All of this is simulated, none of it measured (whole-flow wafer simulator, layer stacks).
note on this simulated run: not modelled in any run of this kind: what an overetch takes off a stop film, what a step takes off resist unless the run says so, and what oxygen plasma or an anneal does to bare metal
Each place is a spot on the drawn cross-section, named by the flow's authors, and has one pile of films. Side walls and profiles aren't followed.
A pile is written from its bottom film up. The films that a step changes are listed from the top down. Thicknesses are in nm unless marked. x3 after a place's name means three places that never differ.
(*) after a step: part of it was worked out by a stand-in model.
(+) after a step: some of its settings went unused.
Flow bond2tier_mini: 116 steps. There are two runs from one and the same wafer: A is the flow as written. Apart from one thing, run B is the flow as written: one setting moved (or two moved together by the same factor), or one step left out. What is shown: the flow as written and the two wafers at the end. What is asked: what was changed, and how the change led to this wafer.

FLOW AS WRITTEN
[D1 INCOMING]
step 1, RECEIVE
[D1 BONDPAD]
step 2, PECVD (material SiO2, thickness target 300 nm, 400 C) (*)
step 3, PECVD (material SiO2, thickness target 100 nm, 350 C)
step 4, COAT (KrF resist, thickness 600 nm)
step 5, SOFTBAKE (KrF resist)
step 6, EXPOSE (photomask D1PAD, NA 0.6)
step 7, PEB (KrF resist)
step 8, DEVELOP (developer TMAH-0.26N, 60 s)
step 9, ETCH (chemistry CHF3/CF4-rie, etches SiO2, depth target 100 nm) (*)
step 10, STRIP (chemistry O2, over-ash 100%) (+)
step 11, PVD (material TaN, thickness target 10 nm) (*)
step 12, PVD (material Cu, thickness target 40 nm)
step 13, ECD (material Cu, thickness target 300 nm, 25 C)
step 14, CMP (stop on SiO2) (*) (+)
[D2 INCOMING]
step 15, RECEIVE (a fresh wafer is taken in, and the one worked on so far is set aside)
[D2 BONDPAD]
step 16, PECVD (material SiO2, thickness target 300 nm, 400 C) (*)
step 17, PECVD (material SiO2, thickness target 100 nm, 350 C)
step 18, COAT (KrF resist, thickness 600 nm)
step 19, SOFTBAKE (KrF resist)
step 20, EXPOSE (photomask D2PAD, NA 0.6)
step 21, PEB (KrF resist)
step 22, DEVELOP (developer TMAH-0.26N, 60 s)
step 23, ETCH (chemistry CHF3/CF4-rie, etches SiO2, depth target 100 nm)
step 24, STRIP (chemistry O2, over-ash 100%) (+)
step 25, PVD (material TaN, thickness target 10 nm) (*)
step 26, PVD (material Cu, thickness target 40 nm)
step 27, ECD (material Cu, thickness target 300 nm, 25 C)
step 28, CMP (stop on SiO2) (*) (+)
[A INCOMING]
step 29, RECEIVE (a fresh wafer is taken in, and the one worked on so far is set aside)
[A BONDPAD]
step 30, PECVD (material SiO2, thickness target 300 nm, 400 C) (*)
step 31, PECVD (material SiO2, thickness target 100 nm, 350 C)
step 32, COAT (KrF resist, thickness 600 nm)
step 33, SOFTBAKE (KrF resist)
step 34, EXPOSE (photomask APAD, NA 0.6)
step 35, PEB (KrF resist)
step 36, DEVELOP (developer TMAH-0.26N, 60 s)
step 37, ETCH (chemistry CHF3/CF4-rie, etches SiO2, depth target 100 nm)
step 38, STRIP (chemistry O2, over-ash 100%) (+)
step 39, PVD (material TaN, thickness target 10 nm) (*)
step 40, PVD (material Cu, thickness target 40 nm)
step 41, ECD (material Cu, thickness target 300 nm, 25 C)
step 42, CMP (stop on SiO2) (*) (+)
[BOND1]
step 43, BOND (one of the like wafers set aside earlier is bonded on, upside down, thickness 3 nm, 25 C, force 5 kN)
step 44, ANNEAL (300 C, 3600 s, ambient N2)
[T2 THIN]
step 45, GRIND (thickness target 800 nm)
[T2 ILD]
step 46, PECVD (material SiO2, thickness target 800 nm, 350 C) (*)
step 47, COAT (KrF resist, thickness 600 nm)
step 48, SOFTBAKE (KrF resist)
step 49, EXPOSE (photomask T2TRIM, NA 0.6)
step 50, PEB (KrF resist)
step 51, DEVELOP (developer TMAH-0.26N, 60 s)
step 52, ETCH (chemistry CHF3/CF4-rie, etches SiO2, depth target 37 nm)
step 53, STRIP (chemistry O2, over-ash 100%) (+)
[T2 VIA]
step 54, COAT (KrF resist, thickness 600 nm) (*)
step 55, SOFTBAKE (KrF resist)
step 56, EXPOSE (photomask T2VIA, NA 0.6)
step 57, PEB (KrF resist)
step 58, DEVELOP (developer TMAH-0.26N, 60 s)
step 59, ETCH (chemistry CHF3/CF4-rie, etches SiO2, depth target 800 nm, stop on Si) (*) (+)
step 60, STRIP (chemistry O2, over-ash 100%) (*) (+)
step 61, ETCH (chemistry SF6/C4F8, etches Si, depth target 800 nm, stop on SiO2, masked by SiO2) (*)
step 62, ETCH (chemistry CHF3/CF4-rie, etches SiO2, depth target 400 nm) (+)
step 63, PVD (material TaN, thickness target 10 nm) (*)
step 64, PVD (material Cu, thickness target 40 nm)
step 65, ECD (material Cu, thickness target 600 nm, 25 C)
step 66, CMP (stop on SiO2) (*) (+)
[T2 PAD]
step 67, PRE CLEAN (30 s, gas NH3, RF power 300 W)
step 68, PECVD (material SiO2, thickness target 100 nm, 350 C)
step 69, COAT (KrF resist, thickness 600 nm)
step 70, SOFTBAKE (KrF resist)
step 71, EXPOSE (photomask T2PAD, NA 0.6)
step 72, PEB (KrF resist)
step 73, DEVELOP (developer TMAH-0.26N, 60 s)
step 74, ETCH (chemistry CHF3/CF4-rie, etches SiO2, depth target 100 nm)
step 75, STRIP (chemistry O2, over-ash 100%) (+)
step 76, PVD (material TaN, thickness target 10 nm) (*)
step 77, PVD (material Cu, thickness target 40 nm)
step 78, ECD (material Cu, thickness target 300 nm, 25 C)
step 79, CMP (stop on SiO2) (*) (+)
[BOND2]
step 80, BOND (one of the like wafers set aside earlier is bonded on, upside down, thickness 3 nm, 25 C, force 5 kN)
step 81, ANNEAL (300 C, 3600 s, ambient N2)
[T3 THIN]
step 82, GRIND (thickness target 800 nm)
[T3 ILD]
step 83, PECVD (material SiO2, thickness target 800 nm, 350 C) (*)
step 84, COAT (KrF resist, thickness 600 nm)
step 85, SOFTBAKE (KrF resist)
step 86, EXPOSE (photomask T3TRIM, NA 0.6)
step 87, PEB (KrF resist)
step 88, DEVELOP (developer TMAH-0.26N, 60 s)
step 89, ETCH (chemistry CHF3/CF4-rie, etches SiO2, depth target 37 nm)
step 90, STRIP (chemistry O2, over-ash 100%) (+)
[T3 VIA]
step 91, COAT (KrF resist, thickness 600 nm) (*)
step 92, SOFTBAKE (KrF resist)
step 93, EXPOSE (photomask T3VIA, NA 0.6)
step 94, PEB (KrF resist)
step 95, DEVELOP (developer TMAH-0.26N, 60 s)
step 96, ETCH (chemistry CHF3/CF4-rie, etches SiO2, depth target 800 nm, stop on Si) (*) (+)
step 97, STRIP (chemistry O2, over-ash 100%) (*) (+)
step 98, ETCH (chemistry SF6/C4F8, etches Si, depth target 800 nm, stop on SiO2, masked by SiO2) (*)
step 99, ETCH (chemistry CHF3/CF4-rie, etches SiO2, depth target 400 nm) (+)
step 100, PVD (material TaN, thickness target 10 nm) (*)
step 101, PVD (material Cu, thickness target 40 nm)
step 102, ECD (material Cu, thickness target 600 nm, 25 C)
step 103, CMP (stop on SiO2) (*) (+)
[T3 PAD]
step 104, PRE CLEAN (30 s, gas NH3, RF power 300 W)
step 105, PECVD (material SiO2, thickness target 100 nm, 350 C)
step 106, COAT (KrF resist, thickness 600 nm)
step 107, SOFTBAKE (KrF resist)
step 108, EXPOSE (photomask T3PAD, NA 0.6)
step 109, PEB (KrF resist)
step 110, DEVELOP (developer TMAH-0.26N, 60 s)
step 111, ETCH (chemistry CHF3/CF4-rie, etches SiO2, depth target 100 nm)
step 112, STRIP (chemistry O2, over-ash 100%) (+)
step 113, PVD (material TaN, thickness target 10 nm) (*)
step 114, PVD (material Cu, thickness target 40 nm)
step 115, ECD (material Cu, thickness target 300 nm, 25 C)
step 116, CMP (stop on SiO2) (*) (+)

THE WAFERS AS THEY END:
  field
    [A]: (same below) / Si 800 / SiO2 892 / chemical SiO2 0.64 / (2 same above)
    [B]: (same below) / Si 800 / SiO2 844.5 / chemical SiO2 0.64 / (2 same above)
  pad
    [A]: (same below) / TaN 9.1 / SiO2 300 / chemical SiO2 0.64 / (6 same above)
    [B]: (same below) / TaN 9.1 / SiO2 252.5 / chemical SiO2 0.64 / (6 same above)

What caused this: step 17, PECVD: thickness target 52.5 nm was run, while the flow as written has thickness target 100 nm.

Step by step, how the change led to this:
  step 17, PECVD (material SiO2, thickness target 100 nm, 350 C)
      field, pad, via: A +100 SiO2 | B +52.5 SiO2
  step 80, BOND (one of the like wafers set aside earlier is bonded on, upside down, thickness 3 nm, 25 C, force 5 kN)
      field: A +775 um Si (new film), +0.64 chemical SiO2 (new film), +400 SiO2 | B +775 um Si (new film), +0.64 chemical SiO2 (new film), +352.5 SiO2
      pad: A +775 um Si (new film), +0.64 chemical SiO2 (new film), +300 SiO2 (new film), +9.1 TaN (new film), +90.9 Cu | B +775 um Si (new film), +0.64 chemical SiO2 (new film), +252.5 SiO2 (new film), +9.1 TaN (new film), +90.9 Cu
